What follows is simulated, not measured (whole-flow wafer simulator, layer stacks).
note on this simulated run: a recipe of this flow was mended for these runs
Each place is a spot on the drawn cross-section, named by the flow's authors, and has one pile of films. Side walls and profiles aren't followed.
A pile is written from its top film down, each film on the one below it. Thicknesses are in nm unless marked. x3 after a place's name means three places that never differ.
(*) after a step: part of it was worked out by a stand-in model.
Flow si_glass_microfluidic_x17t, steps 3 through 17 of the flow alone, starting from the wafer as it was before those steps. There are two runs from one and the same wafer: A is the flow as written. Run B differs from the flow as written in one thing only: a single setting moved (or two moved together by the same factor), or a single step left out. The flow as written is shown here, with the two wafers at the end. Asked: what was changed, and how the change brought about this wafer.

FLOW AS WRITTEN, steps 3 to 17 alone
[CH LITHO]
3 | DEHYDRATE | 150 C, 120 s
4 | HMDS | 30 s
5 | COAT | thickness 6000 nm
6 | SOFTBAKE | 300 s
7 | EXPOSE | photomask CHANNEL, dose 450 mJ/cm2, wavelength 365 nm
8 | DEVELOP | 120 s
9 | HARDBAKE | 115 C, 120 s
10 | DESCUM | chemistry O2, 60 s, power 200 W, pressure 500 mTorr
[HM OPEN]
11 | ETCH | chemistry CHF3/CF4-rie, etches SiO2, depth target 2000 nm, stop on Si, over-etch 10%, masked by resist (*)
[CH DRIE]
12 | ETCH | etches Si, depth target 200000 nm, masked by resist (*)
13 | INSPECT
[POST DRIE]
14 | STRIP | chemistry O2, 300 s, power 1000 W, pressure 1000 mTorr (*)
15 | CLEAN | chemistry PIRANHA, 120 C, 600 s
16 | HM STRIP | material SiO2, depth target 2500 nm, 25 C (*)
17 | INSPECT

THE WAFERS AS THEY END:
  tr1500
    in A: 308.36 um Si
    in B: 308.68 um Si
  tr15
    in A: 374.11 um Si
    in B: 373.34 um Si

What caused this: step 5, COAT: thickness 3840 nm was run, whereas the flow has thickness 6000 nm.

The path from the change to this, step by step:
  5 | COAT | thickness 6000 nm
      land, tr110, tr1500, tr15: A +6000 thick-i-line-resist (new film) | B +3840 thick-i-line-resist (new film)
  8 | DEVELOP | 120 s
      tr110, tr1500, tr15: A -6000 thick-i-line-resist (all of it) | B -3840 thick-i-line-resist (all of it)
  9 | HARDBAKE | 115 C, 120 s
      land: A -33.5 thick-i-line-resist | B -17.8 thick-i-line-resist
  12 | ETCH | etches Si, depth target 200000 nm, masked by resist (*)
      tr1500: A -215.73 um Si | B -215.42 um Si
      tr15: A -149.99 um Si | B -150.76 um Si
  14 | STRIP | chemistry O2, 300 s, power 1000 W, pressure 1000 mTorr (*)
      land: A -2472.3 thick-i-line-resist (all of it) | B -332 thick-i-line-resist (all of it)
